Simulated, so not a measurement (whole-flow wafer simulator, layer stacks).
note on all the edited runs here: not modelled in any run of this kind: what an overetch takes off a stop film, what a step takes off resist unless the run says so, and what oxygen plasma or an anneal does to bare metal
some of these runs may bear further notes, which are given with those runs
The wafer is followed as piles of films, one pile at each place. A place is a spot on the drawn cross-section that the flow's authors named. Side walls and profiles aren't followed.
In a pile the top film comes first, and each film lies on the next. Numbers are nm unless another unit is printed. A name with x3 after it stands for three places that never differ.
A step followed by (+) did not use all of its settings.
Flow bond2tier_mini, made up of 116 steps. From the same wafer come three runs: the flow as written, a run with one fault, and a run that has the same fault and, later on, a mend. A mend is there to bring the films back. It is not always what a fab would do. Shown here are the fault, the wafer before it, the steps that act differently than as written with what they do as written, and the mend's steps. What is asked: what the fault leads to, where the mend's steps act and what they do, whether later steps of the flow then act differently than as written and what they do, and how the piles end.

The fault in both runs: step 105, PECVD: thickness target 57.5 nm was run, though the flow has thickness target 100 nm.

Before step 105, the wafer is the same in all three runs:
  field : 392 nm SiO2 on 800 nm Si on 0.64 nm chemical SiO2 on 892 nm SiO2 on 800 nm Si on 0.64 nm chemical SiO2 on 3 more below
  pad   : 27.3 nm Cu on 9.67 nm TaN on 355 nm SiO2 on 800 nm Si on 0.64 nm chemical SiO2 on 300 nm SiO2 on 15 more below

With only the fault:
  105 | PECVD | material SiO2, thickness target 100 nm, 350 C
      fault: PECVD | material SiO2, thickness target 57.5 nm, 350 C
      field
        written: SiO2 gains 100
        fault: SiO2 gains 57.5
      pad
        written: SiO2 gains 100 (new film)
        fault: SiO2 gains 57.5 (new film)
  Later steps of the flow acting differently than as written (not shown: 2 more steps that differ only slightly, by at most 2% or 0.5 nm, whichever is larger):
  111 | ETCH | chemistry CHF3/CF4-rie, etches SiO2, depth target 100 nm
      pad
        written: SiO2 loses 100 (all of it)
        fault: SiO2 loses 57.5 (all of it), Cu loses 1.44
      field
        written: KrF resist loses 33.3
        fault: KrF resist loses 28.8
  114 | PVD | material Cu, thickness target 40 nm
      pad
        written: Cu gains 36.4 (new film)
        fault: Cu gains 37.9 (new film)
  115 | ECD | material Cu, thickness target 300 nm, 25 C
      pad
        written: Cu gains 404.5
        fault: Cu gains 361.6
  At field, pad, the piles at the end differ from the flow's by more than 2% or 0.5 nm, whichever is larger.
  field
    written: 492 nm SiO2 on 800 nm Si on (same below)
    fault: 449.5 nm SiO2 on 800 nm Si on (same below)
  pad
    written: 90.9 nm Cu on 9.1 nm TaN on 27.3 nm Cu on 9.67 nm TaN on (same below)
    fault: 49.4 nm Cu on 9.51 nm TaN on 25.9 nm Cu on 9.67 nm TaN on (same below)

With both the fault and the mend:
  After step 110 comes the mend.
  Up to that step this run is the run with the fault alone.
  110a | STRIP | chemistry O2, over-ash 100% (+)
      field
        KrF resist loses 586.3 (all of it)
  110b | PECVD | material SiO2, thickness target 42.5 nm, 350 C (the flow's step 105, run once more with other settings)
      field, pad
        SiO2 gains 42.5
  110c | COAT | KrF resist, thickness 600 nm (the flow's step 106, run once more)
      field, pad
        KrF resist gains 600 (new film)
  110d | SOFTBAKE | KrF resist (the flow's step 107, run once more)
      alters no film at any place that is followed
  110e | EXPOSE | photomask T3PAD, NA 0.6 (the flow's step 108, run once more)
      alters no film at any place that is followed
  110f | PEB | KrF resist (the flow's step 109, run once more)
      alters no film at any place that is followed
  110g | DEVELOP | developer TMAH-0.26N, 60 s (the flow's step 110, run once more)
      field
        KrF resist loses 13.7
      pad
        KrF resist loses 600 (all of it)
  Every later step of the flow that is run acts as written at every place that is followed.
  At every place that both follow, the piles at the end match the flow's.
